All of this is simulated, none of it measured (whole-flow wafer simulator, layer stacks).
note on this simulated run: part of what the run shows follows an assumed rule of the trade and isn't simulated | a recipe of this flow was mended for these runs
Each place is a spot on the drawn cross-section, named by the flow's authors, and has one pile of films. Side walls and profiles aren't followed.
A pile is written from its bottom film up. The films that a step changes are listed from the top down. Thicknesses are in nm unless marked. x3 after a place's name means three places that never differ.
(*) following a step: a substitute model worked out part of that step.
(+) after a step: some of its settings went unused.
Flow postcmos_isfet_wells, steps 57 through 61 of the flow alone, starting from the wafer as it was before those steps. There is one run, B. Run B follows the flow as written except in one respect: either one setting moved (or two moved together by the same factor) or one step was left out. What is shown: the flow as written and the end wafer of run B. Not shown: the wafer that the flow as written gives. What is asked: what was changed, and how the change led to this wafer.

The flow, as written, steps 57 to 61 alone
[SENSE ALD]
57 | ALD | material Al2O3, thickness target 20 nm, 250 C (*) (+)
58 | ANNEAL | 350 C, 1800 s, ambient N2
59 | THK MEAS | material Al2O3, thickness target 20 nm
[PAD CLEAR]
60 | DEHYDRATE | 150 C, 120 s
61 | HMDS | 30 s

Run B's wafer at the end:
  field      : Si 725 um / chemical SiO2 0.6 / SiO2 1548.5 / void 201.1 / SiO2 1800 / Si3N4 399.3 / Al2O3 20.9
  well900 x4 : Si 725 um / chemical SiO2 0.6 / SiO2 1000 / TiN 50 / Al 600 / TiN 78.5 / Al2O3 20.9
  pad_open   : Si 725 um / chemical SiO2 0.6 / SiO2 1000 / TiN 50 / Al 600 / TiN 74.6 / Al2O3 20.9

What caused this: step 57, ALD: 212.5 C was run, whereas the flow has 250 C.

Step by step, how the change led to this:
  57 | ALD | material Al2O3, thickness target 20 nm, 250 C (*) (+)
      field, margin x3, well900 x4, pad_open: +20.9 Al2O3 (new film) (in the flow as written it would be: +20 Al2O3 (new film))
